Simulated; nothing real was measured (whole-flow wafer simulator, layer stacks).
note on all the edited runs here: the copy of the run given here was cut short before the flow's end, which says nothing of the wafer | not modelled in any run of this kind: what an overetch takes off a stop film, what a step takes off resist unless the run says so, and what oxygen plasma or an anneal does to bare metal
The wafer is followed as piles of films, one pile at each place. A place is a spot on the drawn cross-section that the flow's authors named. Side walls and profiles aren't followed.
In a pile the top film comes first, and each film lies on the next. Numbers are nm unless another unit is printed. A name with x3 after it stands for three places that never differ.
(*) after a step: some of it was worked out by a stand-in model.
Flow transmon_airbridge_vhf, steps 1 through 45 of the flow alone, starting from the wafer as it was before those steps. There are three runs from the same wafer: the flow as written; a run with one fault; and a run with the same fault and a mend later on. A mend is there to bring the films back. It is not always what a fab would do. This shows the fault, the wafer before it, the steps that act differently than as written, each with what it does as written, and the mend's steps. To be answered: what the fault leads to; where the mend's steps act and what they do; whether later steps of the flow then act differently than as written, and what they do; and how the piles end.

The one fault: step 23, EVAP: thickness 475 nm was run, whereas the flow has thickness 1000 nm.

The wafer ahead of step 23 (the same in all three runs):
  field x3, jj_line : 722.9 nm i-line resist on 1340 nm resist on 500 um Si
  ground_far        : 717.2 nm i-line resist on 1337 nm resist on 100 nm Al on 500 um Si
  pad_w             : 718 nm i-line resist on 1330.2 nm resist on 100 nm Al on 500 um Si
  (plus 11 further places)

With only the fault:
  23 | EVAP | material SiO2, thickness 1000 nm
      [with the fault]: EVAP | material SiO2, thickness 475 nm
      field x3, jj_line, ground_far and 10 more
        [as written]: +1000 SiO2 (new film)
        [with the fault]: +475 SiO2 (new film)
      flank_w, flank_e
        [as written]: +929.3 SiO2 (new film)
        [with the fault]: +441.4 SiO2 (new film)
  Steps later in the flow that act otherwise than as written (not shown: 2 more steps that differ only slightly, by at most 2% or 0.5 nm, whichever is larger):
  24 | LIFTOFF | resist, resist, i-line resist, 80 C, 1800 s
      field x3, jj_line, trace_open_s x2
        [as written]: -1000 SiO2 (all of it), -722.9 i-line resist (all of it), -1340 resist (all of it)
        [with the fault]: -475 SiO2 (all of it), -722.9 i-line resist (all of it), -1340 resist (all of it)
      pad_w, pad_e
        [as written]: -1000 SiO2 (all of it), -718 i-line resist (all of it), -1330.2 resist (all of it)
        [with the fault]: -475 SiO2 (all of it), -718 i-line resist (all of it), -1330.2 resist (all of it)
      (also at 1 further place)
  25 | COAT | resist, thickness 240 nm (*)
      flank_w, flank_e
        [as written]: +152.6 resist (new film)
        [with the fault]: +171.8 resist (new film)
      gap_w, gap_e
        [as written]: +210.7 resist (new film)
        [with the fault]: +232.8 resist (new film)
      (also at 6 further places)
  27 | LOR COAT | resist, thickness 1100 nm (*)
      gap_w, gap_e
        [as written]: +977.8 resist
        [with the fault]: +1052.6 resist
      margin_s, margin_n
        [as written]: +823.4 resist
        [with the fault]: +958.9 resist
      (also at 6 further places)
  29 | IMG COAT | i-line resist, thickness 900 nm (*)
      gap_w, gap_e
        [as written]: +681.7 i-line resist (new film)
        [with the fault]: +810.7 i-line resist (new film)
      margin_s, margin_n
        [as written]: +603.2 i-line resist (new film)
        [with the fault]: +767.5 i-line resist (new film)
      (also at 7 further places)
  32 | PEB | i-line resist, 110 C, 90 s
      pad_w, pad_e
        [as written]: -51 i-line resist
        [with the fault]: -48.3 i-line resist
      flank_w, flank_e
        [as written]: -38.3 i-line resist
        [with the fault]: -43.4 i-line resist
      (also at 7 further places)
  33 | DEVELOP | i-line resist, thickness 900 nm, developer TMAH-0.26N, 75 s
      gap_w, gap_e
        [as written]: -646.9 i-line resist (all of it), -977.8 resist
        [with the fault]: -769.1 i-line resist (all of it), -1052.6 resist
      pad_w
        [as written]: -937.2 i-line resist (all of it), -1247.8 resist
        [with the fault]: -891 i-line resist (all of it), -1164.5 resist
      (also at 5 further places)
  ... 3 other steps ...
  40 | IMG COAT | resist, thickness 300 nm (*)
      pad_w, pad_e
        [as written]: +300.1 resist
        [with the fault]: +286.1 resist
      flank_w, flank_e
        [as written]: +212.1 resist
        [with the fault]: +227 resist
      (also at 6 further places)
  By the end, the piles at pad_w, flank_w, gap_w and 7 more depart from the flow's by more than 2% or 0.5 nm, whichever is larger.
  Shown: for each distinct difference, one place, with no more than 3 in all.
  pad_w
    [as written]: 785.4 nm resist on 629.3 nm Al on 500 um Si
    [with the fault]: 741.1 nm resist on 629.8 nm Al on 500 um Si
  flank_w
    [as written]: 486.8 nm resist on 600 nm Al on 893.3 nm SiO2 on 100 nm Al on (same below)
    [with the fault]: 563.6 nm resist on 600 nm Al on 405.5 nm SiO2 on 100 nm Al on (same below)
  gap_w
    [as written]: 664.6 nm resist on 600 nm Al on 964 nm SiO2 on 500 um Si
    [with the fault]: 710.1 nm resist on 600 nm Al on 439 nm SiO2 on 500 um Si

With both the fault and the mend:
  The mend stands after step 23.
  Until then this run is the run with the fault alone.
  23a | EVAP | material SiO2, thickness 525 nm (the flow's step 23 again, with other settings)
      field x3, jj_line, ground_far and 10 more
        +525 SiO2
      flank_w, flank_e
        +488.6 SiO2
  Every later step of the flow that is run acts as written, at every place that is followed, to within 2% or 0.5 nm, whichever is larger.
  When the end is reached, the piles differ only a little from the flow's at the places that both follow, at most by 2% or 0.5 nm, whichever is larger.
